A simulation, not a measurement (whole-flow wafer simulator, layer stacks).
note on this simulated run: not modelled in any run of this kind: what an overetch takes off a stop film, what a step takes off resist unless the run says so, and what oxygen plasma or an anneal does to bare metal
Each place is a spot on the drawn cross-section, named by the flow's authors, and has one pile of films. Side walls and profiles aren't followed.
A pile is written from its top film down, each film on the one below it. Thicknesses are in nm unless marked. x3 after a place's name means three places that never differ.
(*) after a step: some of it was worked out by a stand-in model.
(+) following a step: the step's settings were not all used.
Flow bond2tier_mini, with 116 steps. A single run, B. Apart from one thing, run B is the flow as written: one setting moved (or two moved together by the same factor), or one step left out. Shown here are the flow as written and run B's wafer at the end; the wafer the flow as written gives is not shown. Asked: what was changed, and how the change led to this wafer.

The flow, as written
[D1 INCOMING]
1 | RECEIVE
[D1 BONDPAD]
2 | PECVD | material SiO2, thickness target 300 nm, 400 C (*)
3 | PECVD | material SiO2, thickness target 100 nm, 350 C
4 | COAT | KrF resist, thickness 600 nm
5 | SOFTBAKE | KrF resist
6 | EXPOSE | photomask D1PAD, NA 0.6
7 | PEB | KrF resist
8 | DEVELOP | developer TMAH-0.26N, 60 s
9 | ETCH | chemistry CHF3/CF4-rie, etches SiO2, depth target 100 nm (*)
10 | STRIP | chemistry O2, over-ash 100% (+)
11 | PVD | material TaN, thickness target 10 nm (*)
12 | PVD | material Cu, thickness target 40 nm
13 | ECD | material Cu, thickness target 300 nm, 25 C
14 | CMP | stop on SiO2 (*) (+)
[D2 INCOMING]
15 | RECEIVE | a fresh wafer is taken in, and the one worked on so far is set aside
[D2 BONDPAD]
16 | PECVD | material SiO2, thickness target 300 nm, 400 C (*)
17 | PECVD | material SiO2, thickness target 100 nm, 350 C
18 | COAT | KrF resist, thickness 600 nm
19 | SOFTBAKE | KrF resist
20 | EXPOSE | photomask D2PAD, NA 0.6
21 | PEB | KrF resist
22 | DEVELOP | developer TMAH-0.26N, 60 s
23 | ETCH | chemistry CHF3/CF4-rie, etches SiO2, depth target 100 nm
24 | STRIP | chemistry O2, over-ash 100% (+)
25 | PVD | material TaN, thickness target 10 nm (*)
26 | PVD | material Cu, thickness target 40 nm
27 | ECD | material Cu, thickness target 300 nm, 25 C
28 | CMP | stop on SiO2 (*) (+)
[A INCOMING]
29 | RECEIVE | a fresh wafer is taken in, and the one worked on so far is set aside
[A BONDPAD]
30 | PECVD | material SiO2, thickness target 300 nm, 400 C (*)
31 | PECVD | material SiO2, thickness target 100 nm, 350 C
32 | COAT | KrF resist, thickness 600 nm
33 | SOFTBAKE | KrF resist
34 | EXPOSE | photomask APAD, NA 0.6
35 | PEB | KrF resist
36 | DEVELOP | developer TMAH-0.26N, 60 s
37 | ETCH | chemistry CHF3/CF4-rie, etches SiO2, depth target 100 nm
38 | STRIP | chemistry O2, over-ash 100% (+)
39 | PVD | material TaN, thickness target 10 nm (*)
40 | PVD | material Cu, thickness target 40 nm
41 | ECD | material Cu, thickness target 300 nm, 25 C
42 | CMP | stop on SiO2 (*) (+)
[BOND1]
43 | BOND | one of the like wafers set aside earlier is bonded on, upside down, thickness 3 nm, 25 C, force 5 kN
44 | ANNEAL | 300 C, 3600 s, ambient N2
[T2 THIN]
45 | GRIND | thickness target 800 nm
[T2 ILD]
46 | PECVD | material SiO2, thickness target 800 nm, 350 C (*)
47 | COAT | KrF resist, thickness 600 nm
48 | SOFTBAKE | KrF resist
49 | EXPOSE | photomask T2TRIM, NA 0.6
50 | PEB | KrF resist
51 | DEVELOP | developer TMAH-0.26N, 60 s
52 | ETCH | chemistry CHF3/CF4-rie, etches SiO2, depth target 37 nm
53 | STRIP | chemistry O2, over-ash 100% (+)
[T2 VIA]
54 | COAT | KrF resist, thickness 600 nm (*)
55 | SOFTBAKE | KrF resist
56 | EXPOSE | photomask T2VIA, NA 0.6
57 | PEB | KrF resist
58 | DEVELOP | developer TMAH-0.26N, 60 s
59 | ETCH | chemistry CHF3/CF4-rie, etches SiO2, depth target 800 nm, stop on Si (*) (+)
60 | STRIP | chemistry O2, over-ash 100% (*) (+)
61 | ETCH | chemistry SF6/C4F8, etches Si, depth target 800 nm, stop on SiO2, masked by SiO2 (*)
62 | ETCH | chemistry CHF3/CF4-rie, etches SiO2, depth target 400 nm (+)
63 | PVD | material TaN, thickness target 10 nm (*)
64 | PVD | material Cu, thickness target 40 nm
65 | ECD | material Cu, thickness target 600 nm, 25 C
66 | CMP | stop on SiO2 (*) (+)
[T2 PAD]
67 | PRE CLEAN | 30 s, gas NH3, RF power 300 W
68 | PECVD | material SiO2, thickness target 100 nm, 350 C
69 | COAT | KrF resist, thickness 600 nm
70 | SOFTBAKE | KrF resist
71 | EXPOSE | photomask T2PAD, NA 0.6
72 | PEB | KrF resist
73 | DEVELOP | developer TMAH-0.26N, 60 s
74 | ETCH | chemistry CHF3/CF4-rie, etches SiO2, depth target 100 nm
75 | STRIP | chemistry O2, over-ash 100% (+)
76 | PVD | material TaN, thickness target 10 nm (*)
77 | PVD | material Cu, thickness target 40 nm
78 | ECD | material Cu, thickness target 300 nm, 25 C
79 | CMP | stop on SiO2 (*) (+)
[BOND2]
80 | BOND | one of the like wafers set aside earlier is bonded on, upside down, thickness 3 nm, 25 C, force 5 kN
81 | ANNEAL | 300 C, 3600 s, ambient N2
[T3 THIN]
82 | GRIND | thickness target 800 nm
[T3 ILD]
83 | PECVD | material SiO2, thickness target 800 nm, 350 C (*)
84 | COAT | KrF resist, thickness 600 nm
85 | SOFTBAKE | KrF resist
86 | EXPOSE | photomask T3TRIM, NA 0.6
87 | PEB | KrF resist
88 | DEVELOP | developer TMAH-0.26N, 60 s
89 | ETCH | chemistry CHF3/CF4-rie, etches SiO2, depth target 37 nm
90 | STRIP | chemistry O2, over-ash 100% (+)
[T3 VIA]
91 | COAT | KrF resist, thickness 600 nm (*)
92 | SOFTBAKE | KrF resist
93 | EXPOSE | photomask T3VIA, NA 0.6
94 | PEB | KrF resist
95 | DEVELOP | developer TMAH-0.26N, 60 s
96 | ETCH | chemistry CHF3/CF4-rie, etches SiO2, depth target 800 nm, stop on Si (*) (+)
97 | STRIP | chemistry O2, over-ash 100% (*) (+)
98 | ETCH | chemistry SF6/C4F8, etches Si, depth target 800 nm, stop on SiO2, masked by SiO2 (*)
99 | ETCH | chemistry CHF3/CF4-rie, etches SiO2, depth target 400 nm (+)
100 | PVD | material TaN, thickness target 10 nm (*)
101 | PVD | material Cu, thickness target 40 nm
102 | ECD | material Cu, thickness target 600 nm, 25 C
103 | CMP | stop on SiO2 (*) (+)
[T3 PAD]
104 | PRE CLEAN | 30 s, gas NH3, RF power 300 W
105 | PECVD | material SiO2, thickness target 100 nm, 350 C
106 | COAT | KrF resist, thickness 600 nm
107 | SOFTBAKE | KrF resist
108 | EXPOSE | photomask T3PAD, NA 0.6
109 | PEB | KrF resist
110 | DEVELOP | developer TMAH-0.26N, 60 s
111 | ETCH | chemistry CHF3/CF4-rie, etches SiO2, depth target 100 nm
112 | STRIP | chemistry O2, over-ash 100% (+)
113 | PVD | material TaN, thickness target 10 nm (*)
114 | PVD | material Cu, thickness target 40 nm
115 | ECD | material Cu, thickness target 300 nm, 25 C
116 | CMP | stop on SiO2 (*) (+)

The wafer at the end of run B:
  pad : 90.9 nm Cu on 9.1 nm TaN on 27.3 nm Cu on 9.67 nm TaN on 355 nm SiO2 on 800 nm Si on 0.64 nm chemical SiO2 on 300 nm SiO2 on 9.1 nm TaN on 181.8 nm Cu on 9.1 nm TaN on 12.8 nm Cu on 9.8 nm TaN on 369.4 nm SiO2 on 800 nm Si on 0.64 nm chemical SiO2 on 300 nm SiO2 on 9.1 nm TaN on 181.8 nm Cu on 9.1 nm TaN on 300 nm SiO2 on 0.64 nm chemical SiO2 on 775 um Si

The reason: step 52, ETCH: depth target 22.6 nm was run, while the flow as written has depth target 37 nm.

Step by step, how the change led to this:
  52 | ETCH | chemistry CHF3/CF4-rie, etches SiO2, depth target 37 nm
      pad, via: -22.6 SiO2 (as written it would have been: -37 SiO2)
      field: -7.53 KrF resist (as written it would have been: -12.3 KrF resist)
  65 | ECD | material Cu, thickness target 600 nm, 25 C
      pad: +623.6 Cu (as written it would have been: +638.7 Cu)
